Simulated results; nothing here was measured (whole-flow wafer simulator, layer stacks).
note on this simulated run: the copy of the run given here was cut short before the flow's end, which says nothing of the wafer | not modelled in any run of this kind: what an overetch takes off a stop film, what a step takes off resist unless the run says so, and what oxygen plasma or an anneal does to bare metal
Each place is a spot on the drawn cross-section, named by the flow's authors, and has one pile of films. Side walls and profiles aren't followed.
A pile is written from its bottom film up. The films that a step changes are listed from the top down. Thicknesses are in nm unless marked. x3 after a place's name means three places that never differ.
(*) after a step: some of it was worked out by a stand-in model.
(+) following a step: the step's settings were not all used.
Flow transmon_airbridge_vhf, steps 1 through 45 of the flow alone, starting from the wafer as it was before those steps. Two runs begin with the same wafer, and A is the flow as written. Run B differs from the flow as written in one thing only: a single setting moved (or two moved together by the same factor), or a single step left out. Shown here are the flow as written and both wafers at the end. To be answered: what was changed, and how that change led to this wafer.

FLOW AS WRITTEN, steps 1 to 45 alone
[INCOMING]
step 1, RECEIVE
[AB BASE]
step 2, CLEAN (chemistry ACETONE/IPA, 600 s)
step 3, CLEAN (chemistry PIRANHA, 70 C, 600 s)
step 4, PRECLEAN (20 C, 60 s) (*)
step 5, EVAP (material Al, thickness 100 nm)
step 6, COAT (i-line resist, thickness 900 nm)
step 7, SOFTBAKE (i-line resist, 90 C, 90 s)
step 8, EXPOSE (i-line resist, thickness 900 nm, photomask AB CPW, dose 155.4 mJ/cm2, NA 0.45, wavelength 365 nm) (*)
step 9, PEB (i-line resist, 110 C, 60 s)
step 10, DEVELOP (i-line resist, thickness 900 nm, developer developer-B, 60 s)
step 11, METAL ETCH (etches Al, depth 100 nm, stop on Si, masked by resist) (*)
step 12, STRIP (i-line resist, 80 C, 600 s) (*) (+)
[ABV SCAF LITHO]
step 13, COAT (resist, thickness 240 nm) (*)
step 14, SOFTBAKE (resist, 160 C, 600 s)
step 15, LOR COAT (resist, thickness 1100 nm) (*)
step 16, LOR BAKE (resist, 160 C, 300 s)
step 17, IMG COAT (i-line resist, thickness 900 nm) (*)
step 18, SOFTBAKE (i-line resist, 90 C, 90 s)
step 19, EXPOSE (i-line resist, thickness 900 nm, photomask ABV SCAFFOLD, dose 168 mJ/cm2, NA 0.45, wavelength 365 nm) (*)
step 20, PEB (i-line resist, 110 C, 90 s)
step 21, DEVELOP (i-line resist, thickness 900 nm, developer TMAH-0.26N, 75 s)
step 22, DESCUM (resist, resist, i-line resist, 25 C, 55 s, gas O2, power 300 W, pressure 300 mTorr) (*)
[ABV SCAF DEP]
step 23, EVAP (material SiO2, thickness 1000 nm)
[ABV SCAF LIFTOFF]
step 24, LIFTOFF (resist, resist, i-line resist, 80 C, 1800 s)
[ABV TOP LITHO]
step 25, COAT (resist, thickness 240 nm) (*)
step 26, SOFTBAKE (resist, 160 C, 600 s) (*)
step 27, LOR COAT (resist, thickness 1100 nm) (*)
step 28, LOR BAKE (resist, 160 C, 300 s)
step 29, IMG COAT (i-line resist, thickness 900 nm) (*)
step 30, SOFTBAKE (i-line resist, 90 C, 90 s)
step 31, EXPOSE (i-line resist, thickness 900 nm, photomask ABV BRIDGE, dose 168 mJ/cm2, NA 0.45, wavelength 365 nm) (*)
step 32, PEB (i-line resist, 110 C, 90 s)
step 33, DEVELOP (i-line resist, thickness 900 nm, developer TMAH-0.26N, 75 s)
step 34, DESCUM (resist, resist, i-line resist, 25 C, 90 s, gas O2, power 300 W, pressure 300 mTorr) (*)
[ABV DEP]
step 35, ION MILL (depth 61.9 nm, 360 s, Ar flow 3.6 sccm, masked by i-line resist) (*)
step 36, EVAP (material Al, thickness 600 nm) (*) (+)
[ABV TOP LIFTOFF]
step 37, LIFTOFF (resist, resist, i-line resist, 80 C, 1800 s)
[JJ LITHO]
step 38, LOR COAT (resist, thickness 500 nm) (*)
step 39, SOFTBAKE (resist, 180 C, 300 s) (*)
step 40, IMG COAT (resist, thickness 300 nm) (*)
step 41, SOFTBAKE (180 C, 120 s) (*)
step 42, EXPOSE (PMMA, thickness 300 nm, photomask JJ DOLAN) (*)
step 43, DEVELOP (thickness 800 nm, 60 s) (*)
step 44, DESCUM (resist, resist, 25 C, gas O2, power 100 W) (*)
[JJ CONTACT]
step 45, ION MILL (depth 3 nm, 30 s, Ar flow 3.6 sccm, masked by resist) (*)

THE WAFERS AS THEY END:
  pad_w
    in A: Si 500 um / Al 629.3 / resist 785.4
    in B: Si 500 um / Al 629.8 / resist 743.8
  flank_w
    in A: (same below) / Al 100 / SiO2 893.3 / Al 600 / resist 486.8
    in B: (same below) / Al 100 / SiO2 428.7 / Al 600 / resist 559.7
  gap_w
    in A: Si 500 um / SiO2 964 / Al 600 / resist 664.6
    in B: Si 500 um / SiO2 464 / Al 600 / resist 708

The reason: step 23, EVAP: thickness 500 nm was run, while the flow as written has thickness 1000 nm.

How this came from the change, step by step:
  step 23, EVAP (material SiO2, thickness 1000 nm)
      field x3, jj_line, ground_far and 10 more: A SiO2 gains 1000 (new film) | B SiO2 gains 500 (new film)
      flank_w, flank_e: A SiO2 gains 929.3 (new film) | B SiO2 gains 464.7 (new film)
  step 24, LIFTOFF (resist, resist, i-line resist, 80 C, 1800 s)
      field x3, jj_line, trace_open_s x2: A SiO2 loses 1000 (all of it), i-line resist loses 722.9 (all of it), resist loses 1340 (all of it) | B SiO2 loses 500 (all of it), i-line resist loses 722.9 (all of it), resist loses 1340 (all of it)
      pad_w, pad_e: A SiO2 loses 1000 (all of it), i-line resist loses 718 (all of it), resist loses 1330.2 (all of it) | B SiO2 loses 500 (all of it), i-line resist loses 718 (all of it), resist loses 1330.2 (all of it)
      (also at 1 further place)
  step 25, COAT (resist, thickness 240 nm) (*)
      flank_w, flank_e: A resist gains 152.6 (new film) | B resist gains 170.8 (new film)
      gap_w, gap_e: A resist gains 210.7 (new film) | B resist gains 231.8 (new film)
      (also at 6 further places)
  step 27, LOR COAT (resist, thickness 1100 nm) (*)
      gap_w, gap_e: A resist gains 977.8 | B resist gains 1048.9
      margin_s, margin_n: A resist gains 823.4 | B resist gains 951.7
      (also at 6 further places)
  step 29, IMG COAT (i-line resist, thickness 900 nm) (*)
      gap_w, gap_e: A i-line resist gains 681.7 (new film) | B i-line resist gains 804.5 (new film)
      margin_s, margin_n: A i-line resist gains 603.2 (new film) | B i-line resist gains 759.8 (new film)
      (also at 7 further places)
  step 32, PEB (i-line resist, 110 C, 90 s)
      pad_w, pad_e: A i-line resist loses 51 | B i-line resist loses 48.4
      flank_w, flank_e: A i-line resist loses 38.3 | B i-line resist loses 43.2
      (also at 7 further places)
  step 33, DEVELOP (i-line resist, thickness 900 nm, developer TMAH-0.26N, 75 s)
      gap_w, gap_e: A i-line resist loses 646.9 (all of it), resist loses 977.8 | B i-line resist loses 763.3 (all of it), resist loses 1048.9
      pad_w: A i-line resist loses 937.2 (all of it), resist loses 1247.8 | B i-line resist loses 893.5 (all of it), resist loses 1168.9
      (also at 5 further places)
  step 34, DESCUM (resist, resist, i-line resist, 25 C, 90 s, gas O2, power 300 W, pressure 300 mTorr) (*)
      flank_w, flank_e: A resist loses 152.6 (all of it) | B resist loses 170.8 (all of it)
      gap_w, gap_e: A resist loses 210.7 (all of it) | B resist loses 231.8 (all of it)
      (also at 4 further places)
  step 37, LIFTOFF (resist, resist, i-line resist, 80 C, 1800 s)
      margin_s, margin_n: A Al loses 600 (all of it), i-line resist loses 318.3 (all of it), resist loses 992 (all of it) | B Al loses 600 (all of it), i-line resist loses 466.9 (all of it), resist loses 1148.8 (all of it)
      ground_far: A Al loses 600 (all of it), i-line resist loses 717.9 (all of it), resist loses 1384.9 (all of it) | B Al loses 600 (all of it), i-line resist loses 655.5 (all of it), resist loses 1365.8 (all of it)
  step 38, LOR COAT (resist, thickness 500 nm) (*)
      pad_w, pad_e: A resist gains 517 (new film) | B resist gains 488.6 (new film)
      flank_w, flank_e: A resist gains 306.5 (new film) | B resist gains 365.7 (new film)
      (also at 6 further places)
  step 40, IMG COAT (resist, thickness 300 nm) (*)
      pad_w, pad_e: A resist gains 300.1 | B resist gains 287
      flank_w, flank_e: A resist gains 212.1 | B resist gains 225.7
      (also at 6 further places)
